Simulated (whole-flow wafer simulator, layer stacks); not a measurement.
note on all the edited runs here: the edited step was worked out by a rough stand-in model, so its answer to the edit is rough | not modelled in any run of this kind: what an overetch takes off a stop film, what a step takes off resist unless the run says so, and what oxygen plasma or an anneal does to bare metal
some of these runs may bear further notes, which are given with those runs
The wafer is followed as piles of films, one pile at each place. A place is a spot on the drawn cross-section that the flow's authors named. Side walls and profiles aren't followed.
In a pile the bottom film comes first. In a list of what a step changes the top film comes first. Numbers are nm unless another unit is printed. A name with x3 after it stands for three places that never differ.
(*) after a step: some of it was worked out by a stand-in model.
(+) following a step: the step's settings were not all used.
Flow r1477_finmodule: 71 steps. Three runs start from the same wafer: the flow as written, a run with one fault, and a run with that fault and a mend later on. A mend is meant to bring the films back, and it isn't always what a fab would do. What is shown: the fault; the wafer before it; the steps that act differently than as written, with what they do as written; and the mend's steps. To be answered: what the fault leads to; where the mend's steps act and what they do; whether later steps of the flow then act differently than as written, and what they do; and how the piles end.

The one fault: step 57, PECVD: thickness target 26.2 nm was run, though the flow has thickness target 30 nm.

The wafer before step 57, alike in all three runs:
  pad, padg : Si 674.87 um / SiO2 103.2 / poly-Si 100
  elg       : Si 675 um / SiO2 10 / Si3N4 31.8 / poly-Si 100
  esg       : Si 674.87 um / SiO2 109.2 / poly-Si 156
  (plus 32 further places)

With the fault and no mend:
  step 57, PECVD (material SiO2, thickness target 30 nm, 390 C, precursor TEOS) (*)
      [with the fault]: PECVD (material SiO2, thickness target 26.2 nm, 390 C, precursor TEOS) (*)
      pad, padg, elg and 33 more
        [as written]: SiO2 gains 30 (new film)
        [with the fault]: SiO2 gains 26.2 (new film)
  Later steps of the flow acting differently than as written (1 more step, not shown, differs only slightly: by at most 2% or 0.5 nm, whichever is larger):
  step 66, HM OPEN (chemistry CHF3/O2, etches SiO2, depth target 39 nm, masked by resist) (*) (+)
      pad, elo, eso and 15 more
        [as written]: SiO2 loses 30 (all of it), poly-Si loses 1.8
        [with the fault]: SiO2 loses 26.2 (all of it), poly-Si loses 2.56
  The piles end different from the flow's at padg, elg, esg and 15 more by more than 2% or 0.5 nm, whichever is larger.
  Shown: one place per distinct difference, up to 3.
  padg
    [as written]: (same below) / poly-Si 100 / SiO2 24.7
    [with the fault]: (same below) / poly-Si 100 / SiO2 20.9
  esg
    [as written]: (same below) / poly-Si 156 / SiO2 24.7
    [with the fault]: (same below) / poly-Si 156 / SiO2 20.9
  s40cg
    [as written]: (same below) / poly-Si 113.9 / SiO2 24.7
    [with the fault]: (same below) / poly-Si 113.9 / SiO2 20.9

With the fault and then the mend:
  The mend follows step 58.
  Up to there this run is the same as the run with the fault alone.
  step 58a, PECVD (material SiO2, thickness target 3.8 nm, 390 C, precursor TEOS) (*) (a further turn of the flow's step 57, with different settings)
      pad, padg, elg and 33 more
        SiO2 gains 3.8
  Later steps of the flow that are run all act as written at every place that is followed.
  The piles end the same as the flow's at every place that both follow.
